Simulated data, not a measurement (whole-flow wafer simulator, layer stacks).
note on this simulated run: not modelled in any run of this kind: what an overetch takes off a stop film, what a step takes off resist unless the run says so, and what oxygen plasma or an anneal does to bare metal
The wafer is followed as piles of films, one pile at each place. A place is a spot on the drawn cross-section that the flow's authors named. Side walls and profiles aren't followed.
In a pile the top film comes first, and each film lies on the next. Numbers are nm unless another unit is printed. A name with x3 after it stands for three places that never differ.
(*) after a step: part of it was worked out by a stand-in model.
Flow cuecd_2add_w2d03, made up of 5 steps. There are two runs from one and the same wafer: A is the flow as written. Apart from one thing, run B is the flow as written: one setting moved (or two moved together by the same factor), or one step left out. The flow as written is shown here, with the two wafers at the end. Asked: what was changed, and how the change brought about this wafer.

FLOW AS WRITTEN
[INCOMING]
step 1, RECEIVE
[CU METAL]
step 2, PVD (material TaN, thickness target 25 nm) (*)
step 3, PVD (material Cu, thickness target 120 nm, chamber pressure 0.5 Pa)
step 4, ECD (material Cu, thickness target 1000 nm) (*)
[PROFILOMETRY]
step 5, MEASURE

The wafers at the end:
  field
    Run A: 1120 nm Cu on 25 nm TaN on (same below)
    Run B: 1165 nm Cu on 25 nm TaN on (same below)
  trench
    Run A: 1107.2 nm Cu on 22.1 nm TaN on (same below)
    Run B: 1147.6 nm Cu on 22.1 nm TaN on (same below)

What caused this: step 3, PVD: thickness target 165 nm was run, though the flow has thickness target 120 nm.

How this came from the change, step by step:
  step 3, PVD (material Cu, thickness target 120 nm, chamber pressure 0.5 Pa)
      field: A +120 Cu (new film) | B +165 Cu (new film)
      trench: A +107.2 Cu (new film) | B +147.6 Cu (new film)
